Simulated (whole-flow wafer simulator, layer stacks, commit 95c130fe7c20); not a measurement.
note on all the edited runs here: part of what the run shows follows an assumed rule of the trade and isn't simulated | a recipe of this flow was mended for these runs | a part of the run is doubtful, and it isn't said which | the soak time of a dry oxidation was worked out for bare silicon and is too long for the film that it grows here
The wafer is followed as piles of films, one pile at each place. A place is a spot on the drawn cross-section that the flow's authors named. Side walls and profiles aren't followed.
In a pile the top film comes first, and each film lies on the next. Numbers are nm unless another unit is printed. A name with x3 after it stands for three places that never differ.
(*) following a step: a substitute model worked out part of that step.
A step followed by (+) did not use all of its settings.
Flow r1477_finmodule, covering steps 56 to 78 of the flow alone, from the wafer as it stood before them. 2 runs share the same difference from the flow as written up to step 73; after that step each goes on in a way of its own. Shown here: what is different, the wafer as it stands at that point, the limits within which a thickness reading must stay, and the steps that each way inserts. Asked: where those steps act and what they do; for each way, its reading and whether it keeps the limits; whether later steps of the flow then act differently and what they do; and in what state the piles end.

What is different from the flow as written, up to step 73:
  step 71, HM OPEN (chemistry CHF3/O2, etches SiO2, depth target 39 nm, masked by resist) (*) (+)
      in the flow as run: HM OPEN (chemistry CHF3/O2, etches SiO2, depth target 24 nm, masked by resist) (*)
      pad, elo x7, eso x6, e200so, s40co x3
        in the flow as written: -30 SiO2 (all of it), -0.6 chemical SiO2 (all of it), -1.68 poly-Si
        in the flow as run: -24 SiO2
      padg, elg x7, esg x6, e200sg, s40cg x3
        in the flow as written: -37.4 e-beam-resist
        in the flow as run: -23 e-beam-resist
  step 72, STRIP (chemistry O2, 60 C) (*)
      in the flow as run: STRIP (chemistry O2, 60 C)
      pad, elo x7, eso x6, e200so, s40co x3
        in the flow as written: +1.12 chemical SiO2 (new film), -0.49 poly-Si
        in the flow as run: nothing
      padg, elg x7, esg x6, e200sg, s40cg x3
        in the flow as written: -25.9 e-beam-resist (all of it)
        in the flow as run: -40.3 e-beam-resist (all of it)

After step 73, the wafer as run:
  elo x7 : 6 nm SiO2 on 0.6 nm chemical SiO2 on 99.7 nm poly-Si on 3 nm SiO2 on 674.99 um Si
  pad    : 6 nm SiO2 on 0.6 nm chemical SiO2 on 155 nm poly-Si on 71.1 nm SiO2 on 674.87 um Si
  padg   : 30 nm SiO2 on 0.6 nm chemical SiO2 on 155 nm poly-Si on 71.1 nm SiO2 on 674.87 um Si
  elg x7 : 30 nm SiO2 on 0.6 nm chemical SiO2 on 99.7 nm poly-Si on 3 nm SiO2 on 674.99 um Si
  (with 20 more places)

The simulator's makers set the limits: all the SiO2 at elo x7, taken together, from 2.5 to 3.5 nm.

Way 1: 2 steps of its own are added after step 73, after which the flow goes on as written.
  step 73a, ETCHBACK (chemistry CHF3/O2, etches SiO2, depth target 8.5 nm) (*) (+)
      pad, elo x7, eso x6, e200so, s40co x3
        -6 SiO2 (all of it), -0.6 chemical SiO2 (all of it), -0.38 poly-Si
      padg, elg x7, esg x6, e200sg, s40cg x3
        -8.5 SiO2
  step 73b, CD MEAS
      leaves every film unchanged at each place that is followed
  The reading taken after step 73b is 3 nm, which is within the limits.
  Steps later in the flow that act otherwise than as written:
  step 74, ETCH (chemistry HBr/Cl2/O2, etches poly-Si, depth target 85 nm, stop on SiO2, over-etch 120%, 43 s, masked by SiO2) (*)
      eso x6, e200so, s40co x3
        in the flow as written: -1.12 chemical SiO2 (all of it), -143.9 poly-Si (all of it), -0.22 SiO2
        going this way: -145.7 poly-Si (all of it), -0.21 SiO2
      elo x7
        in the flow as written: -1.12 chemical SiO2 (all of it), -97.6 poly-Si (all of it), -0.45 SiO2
        going this way: -99.4 poly-Si (all of it), -0.44 SiO2
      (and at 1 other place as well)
  The piles end different from the flow's at padg, elg x7, esg x6, e200sg, s40cg x3 by more than 2% or 0.5 nm, whichever is larger.
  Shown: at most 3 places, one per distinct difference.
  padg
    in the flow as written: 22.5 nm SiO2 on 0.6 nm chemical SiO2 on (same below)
    going this way: 14 nm SiO2 on 0.6 nm chemical SiO2 on (same below)

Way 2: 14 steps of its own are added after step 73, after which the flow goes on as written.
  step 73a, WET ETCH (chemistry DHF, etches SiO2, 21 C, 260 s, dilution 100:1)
      pad, elo x7, eso x6, e200so, s40co x3
        -6 SiO2 (all of it), -0.6 chemical SiO2 (all of it)
      padg, elg x7, esg x6, e200sg, s40cg x3
        -30 SiO2 (all of it), -0.6 chemical SiO2 (all of it)
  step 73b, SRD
      leaves every film unchanged at each place that is followed
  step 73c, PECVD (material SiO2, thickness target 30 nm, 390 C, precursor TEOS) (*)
      pad, padg, elg x7 and 27 more
        +30 SiO2 (new film)
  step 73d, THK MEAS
      leaves every film unchanged at each place that is followed
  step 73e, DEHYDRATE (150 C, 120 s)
      leaves every film unchanged at each place that is followed
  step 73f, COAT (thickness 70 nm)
      pad, padg, elg x7 and 27 more
        +70 e-beam-resist (new film)
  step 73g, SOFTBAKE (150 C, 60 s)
      leaves every film unchanged at each place that is followed
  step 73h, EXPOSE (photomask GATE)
      leaves every film unchanged at each place that is followed
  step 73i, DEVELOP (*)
      pad, elo x7, eso x6, e200so, s40co x3
        -70 e-beam-resist (all of it)
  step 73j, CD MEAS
      leaves every film unchanged at each place that is followed
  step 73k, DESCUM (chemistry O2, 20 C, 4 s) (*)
      padg, elg x7, esg x6, e200sg, s40cg x3
        -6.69 e-beam-resist
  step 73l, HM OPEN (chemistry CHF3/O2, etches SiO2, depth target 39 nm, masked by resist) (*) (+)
      pad, elo x7, eso x6, e200so, s40co x3
        -30 SiO2 (all of it), -1.8 poly-Si
      padg, elg x7, esg x6, e200sg, s40cg x3
        -37.4 e-beam-resist
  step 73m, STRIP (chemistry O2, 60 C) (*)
      pad, elo x7, eso x6, e200so, s40co x3
        +1.12 chemical SiO2 (new film), -0.49 poly-Si
      padg, elg x7, esg x6, e200sg, s40cg x3
        -25.9 e-beam-resist (all of it)
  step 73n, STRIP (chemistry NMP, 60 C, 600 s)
      leaves every film unchanged at each place that is followed
  The reading taken after step 73n is 3 nm, which is within the limits.
  None of the later steps of the flow differs from how it acts as written, at any place that is followed, by more than 2% or 0.5 nm, whichever is larger.
  The piles end different from the flow's at padg, elg x7, esg x6, e200sg, s40cg x3 by more than 2% or 0.5 nm, whichever is larger.
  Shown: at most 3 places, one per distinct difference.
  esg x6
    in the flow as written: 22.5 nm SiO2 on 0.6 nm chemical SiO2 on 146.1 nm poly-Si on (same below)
    going this way: 22.5 nm SiO2 on 146.1 nm poly-Si on (same below)
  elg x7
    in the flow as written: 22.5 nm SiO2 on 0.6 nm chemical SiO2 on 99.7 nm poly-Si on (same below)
    going this way: 22.5 nm SiO2 on 99.7 nm poly-Si on (same below)
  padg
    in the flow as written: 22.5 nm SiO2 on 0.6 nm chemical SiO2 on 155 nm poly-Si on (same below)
    going this way: 22.5 nm SiO2 on 155 nm poly-Si on (same below)

The limits are kept by: way 1, way 2.
